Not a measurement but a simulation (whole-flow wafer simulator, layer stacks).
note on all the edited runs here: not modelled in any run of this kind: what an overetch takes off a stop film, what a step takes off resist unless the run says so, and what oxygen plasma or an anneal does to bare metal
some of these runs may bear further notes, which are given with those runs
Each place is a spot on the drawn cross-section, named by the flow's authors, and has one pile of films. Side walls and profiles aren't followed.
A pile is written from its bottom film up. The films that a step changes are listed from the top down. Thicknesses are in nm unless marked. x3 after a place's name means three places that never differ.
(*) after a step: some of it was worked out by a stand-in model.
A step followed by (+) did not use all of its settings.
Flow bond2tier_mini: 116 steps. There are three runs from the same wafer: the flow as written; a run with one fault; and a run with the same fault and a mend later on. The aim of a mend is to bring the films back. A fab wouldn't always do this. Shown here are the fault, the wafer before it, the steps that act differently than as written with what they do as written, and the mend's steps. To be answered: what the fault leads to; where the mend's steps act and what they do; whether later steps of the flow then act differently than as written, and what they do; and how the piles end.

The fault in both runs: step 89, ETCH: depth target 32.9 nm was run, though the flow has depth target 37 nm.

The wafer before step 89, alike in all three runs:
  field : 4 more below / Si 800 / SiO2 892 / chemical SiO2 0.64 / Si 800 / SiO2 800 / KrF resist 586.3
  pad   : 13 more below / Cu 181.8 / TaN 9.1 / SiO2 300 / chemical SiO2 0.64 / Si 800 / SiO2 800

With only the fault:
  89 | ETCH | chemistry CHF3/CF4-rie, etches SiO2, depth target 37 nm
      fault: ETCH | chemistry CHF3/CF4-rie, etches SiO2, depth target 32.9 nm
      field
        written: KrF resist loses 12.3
        fault: KrF resist loses 11
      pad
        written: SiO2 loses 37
        fault: SiO2 loses 32.9
  Every later step of the flow that is run acts as written, at every place that is followed, to within 2% or 0.5 nm, whichever is larger.
  At pad, the piles at the end differ from the flow's by more than 2% or 0.5 nm, whichever is larger.
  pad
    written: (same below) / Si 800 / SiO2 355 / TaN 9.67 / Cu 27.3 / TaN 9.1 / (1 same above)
    fault: (same below) / Si 800 / SiO2 359.1 / TaN 9.7 / Cu 23.2 / TaN 9.1 / (1 same above)

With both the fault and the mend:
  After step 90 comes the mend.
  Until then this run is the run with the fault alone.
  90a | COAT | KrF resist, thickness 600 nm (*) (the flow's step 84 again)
      field
        KrF resist gains 586 (new film)
      pad
        KrF resist gains 614.5 (new film)
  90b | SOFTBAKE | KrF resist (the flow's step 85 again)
      leaves every film unchanged at each place that is followed
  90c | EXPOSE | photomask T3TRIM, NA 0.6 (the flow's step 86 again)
      leaves every film unchanged at each place that is followed
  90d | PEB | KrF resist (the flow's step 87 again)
      leaves every film unchanged at each place that is followed
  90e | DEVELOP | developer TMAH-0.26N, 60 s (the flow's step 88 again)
      field
        KrF resist loses 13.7
      pad
        KrF resist loses 614.5 (all of it)
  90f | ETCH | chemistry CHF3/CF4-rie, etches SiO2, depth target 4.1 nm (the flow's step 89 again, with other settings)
      field
        KrF resist loses 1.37
      pad
        SiO2 loses 4.1
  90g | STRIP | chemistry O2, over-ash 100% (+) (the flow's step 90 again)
      field
        KrF resist loses 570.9 (all of it)
  Every later step of the flow that is run acts as written at every place that is followed.
  At every place that both follow, the piles at the end match the flow's.
